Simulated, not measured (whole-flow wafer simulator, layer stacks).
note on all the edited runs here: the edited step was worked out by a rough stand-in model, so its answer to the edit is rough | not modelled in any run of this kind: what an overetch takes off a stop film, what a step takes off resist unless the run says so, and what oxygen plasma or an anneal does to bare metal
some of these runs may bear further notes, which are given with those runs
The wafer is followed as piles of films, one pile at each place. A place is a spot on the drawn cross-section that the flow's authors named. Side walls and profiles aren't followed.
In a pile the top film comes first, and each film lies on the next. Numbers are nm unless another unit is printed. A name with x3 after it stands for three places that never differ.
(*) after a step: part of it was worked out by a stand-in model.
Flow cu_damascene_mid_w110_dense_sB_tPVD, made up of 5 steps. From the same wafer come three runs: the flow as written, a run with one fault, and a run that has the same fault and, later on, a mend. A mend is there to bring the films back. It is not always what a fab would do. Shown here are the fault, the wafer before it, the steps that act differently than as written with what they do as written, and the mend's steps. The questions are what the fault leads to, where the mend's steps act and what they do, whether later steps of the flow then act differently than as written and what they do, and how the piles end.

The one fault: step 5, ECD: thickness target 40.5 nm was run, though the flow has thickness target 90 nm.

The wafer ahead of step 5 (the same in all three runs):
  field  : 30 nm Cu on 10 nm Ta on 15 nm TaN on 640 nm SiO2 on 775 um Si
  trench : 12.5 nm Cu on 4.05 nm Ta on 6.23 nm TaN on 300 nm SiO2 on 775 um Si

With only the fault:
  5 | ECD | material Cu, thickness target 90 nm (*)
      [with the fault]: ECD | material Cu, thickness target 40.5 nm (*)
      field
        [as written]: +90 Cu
        [with the fault]: +40.5 Cu
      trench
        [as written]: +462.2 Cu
        [with the fault]: +40.5 Cu
  Every later step of the flow that is run acts as written at every place that is followed.
  By the end, the piles at field, trench depart from the flow's by more than 2% or 0.5 nm, whichever is larger.
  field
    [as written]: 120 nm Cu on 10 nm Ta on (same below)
    [with the fault]: 70.5 nm Cu on 10 nm Ta on (same below)
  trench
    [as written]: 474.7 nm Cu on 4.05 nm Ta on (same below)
    [with the fault]: 53 nm Cu on 4.05 nm Ta on (same below)

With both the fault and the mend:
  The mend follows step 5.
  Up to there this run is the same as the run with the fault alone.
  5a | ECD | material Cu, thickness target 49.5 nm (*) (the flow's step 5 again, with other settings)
      field
        +49.5 Cu
      trench
        +421.7 Cu
  Every later step of the flow that is run acts as written at every place that is followed.
  The piles end the same as the flow's at every place that both follow.
